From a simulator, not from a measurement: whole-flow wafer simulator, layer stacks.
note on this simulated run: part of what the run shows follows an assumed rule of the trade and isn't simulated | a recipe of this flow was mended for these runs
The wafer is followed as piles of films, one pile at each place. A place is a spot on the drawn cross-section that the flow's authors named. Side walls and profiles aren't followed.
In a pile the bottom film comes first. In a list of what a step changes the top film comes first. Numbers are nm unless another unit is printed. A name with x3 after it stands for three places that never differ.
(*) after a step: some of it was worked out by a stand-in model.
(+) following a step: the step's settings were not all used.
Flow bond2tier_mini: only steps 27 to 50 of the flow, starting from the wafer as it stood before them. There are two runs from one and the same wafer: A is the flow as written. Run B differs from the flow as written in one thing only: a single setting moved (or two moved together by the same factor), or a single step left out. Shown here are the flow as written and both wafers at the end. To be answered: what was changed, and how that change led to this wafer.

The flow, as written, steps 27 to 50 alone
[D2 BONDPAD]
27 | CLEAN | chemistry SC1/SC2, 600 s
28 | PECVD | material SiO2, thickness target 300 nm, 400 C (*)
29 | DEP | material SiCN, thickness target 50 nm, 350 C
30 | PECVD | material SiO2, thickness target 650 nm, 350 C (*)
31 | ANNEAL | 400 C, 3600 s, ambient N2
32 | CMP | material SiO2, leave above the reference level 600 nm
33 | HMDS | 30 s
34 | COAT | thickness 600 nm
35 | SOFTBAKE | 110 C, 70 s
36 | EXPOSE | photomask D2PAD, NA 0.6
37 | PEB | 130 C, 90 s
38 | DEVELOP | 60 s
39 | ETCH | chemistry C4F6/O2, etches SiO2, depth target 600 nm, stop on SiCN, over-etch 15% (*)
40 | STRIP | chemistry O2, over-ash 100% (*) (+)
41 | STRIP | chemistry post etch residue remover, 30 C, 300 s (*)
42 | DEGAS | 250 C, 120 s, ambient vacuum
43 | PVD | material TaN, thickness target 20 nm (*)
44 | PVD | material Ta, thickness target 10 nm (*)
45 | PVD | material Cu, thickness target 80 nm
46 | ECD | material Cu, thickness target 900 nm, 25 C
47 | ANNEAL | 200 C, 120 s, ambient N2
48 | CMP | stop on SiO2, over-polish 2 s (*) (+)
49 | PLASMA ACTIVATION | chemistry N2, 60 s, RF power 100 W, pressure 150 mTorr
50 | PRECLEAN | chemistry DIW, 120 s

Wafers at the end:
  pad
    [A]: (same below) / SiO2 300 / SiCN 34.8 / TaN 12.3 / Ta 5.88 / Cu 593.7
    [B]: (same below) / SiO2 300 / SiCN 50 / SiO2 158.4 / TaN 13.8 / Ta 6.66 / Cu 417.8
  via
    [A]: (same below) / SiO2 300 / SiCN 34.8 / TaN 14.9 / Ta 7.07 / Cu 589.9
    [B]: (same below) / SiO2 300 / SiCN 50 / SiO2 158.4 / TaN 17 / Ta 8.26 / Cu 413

The reason: step 39, ETCH: depth target 384 nm was run, while the flow as written has depth target 600 nm.

The path from the change to this, step by step:
  39 | ETCH | chemistry C4F6/O2, etches SiO2, depth target 600 nm, stop on SiCN, over-etch 15% (*)
      pad, via: A -600 SiO2 (all of it), -15.2 SiCN | B -441.6 SiO2
      field: A -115 thick-KrF-resist | B -73.6 thick-KrF-resist
  40 | STRIP | chemistry O2, over-ash 100% (*) (+)
      field: A -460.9 thick-KrF-resist (all of it) | B -502.3 thick-KrF-resist (all of it)
  43 | PVD | material TaN, thickness target 20 nm (*)
      pad: A +12.3 TaN (new film) | B +13.8 TaN (new film)
      via: A +14.9 TaN (new film) | B +17 TaN (new film)
  44 | PVD | material Ta, thickness target 10 nm (*)
      pad: A +5.88 Ta (new film) | B +6.66 Ta (new film)
      via: A +7.07 Ta (new film) | B +8.26 Ta (new film)
  45 | PVD | material Cu, thickness target 80 nm
      pad: A +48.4 Cu (new film) | B +54.5 Cu (new film)
      via: A +59 Cu (new film) | B +67.8 Cu (new film)
  46 | ECD | material Cu, thickness target 900 nm, 25 C
      pad: A +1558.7 Cu | B +1376.7 Cu
      via: A +1544.3 Cu | B +1358.5 Cu
